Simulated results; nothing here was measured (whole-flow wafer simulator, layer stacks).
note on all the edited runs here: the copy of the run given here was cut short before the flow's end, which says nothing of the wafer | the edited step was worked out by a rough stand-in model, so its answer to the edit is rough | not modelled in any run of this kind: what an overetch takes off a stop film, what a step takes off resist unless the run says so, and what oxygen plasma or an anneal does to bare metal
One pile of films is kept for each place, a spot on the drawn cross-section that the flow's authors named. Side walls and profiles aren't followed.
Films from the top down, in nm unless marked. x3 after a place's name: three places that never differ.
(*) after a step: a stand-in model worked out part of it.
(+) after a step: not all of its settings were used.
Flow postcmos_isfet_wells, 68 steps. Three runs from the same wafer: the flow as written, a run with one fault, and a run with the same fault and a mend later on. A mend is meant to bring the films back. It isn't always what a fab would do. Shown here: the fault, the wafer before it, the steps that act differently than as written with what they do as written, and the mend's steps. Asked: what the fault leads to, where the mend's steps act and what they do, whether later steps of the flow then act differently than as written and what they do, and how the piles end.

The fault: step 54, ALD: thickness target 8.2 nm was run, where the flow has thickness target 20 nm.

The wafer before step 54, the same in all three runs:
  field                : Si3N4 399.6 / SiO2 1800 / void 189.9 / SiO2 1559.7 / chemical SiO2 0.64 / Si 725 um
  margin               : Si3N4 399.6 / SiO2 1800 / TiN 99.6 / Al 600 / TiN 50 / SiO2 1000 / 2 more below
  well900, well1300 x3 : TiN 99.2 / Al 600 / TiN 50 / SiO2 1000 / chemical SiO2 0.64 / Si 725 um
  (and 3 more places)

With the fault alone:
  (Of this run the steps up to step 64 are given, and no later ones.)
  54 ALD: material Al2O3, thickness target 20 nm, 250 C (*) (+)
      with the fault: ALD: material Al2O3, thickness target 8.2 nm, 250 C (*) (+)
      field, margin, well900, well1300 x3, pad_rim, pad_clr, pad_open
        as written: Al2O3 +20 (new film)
        with the fault: Al2O3 +8.2 (new film)
  No later step of the flow up to step 64 acts differently than as written, at any place that is followed, by more than 2% or 0.5 nm, whichever is larger.
  After step 64 the piles differ from the flow's by more than 2% or 0.5 nm, whichever is larger, at field, margin, pad_rim, pad_clr, pad_open.
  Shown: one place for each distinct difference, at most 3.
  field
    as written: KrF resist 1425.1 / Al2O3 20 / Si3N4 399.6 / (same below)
    with the fault: KrF resist 1396.7 / Al2O3 8.2 / Si3N4 399.6 / (same below)
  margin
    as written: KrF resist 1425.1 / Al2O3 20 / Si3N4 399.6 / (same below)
    with the fault: KrF resist 1396.6 / Al2O3 8.2 / Si3N4 399.6 / (same below)
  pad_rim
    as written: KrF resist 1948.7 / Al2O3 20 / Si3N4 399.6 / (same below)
    with the fault: KrF resist 1948.7 / Al2O3 8.2 / Si3N4 399.6 / (same below)

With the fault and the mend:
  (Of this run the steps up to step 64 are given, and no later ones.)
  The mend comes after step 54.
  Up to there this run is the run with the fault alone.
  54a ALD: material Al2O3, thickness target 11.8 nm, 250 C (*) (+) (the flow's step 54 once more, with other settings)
      field, margin, well900, well1300 x3, pad_rim, pad_clr, pad_open
        Al2O3 +11.8
  No later step of the flow up to step 64 acts differently than as written at any place that is followed.
  After step 64 the piles are the same as the flow's at every place that both follow.
